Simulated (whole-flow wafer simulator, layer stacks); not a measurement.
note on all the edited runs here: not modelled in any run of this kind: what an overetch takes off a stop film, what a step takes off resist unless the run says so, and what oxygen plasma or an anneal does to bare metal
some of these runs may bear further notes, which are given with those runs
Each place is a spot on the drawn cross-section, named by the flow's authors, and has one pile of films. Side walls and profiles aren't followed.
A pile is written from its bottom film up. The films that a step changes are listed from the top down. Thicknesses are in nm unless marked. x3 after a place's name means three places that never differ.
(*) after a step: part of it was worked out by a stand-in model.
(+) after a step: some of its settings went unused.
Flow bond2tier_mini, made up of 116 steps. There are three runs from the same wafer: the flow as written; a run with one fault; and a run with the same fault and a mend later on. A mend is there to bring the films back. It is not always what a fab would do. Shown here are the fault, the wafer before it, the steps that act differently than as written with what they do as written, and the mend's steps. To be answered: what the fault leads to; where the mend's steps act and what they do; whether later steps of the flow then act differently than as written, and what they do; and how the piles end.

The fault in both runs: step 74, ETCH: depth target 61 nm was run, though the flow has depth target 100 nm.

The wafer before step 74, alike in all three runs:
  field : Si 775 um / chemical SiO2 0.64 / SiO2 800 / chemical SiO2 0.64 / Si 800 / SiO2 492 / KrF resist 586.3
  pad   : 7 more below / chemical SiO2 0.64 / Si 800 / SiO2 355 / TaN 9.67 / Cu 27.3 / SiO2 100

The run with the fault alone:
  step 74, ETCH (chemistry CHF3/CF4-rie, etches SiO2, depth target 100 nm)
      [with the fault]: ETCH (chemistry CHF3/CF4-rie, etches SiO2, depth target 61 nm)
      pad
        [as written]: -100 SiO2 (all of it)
        [with the fault]: -61 SiO2
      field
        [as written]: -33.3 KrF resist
        [with the fault]: -20.3 KrF resist
  Steps later in the flow that act otherwise than as written (not shown: 1 more step that differs only slightly, by at most 2% or 0.5 nm, whichever is larger):
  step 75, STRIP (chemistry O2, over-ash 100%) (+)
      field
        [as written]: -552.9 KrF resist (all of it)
        [with the fault]: -565.9 KrF resist (all of it)
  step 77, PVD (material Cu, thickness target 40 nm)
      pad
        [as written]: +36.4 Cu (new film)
        [with the fault]: +37.8 Cu (new film)
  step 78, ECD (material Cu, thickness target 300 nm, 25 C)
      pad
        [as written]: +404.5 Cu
        [with the fault]: +363.8 Cu
  By the end, the piles at pad depart from the flow's by more than 2% or 0.5 nm, whichever is larger.
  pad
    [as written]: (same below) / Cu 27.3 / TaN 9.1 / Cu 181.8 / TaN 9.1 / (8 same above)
    [with the fault]: (same below) / Cu 27.3 / SiO2 39 / TaN 9.45 / Cu 142.4 / TaN 9.1 / (8 same above)

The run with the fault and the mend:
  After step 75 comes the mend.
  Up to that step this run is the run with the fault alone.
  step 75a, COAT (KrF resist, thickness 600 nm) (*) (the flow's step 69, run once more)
      field
        +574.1 KrF resist (new film)
      pad
        +627 KrF resist (new film)
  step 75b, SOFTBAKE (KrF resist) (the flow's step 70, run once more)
      leaves every film unchanged at each place that is followed
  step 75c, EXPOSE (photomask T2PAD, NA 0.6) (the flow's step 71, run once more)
      leaves every film unchanged at each place that is followed
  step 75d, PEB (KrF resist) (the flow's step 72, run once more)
      leaves every film unchanged at each place that is followed
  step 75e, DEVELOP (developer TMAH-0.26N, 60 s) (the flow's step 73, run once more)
      field
        -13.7 KrF resist
      pad
        -627 KrF resist (all of it)
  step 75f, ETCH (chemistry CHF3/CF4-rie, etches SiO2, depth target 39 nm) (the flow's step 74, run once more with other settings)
      field
        -13 KrF resist
      pad
        -39 SiO2 (all of it)
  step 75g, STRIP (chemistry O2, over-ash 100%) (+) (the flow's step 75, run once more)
      field
        -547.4 KrF resist (all of it)
  Later steps of the flow that are run all act as written at every place that is followed.
  At every place that both follow, the piles at the end match the flow's.
